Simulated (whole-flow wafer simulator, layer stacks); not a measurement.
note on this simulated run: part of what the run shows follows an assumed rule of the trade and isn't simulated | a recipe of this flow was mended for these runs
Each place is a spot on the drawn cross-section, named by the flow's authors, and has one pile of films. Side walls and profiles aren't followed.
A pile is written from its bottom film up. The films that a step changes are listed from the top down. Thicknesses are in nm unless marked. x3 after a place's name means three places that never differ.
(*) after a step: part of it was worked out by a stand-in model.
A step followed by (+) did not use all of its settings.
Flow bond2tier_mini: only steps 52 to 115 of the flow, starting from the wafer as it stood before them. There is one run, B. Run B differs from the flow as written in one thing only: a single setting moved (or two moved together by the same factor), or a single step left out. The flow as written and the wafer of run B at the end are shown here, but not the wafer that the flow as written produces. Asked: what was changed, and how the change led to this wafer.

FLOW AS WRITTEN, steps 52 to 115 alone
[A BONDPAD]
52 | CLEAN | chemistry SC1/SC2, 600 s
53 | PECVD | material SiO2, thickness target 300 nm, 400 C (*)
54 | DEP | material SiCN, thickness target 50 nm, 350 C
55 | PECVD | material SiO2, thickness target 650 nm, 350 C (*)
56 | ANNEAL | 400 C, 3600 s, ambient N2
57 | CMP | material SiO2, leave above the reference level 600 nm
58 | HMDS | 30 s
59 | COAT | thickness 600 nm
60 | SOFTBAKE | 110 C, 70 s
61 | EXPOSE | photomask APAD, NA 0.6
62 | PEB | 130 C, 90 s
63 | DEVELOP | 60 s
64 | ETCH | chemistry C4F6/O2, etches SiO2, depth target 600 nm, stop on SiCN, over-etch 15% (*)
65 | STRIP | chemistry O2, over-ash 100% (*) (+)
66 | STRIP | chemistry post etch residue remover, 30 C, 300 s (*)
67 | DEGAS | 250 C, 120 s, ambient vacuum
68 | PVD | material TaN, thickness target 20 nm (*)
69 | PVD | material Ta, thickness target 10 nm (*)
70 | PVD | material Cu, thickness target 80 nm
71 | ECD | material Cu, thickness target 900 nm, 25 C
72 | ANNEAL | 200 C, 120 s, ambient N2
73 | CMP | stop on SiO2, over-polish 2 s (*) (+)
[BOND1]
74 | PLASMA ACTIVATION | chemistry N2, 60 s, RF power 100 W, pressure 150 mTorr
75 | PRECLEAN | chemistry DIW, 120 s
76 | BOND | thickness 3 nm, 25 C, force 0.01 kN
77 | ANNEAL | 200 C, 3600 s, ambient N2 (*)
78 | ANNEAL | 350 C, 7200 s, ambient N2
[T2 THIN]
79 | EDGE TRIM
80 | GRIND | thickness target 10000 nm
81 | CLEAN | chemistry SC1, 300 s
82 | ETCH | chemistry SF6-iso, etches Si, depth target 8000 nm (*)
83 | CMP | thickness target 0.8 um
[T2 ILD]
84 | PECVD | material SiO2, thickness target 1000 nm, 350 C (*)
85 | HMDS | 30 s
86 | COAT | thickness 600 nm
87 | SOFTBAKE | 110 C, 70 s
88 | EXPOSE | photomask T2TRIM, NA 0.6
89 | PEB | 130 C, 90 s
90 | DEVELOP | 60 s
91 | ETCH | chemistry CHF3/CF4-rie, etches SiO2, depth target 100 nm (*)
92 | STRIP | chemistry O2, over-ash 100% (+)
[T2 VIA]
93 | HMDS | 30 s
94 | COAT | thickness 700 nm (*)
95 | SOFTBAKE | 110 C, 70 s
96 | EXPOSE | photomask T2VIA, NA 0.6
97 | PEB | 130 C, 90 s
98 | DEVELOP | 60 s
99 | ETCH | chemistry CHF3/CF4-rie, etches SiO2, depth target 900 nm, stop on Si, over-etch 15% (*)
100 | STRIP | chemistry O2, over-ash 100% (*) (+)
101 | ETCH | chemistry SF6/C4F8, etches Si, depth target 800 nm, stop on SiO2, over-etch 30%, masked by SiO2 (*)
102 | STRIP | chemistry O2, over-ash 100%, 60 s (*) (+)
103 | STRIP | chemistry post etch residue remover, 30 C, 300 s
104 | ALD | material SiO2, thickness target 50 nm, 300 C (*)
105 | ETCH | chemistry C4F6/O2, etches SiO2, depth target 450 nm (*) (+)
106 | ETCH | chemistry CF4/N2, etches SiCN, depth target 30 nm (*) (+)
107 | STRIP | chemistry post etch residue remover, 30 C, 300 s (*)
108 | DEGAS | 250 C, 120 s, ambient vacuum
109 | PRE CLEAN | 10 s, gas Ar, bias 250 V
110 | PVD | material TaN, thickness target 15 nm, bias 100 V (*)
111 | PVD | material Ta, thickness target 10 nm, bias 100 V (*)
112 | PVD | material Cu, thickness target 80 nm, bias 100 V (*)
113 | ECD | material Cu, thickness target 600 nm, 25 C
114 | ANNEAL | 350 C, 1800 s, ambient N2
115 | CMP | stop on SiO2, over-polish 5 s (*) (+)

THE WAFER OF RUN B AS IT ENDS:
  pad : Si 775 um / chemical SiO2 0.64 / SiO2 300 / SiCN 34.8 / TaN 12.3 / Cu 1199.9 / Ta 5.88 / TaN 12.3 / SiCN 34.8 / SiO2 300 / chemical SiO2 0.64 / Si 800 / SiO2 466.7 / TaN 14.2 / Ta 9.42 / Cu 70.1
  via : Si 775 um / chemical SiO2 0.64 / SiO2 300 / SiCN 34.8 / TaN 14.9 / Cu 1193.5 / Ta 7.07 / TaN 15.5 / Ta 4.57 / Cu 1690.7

What caused this: step 69, PVD: material Ta, thickness target 10 nm (*), was not run.

How this came from the change, step by step:
  73 | CMP | stop on SiO2, over-polish 2 s (*) (+)
      field: -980 Cu (all of it), -20 TaN (all of it) (as written it would have been: -980 Cu (all of it), -10 Ta (all of it), -20 TaN (all of it))
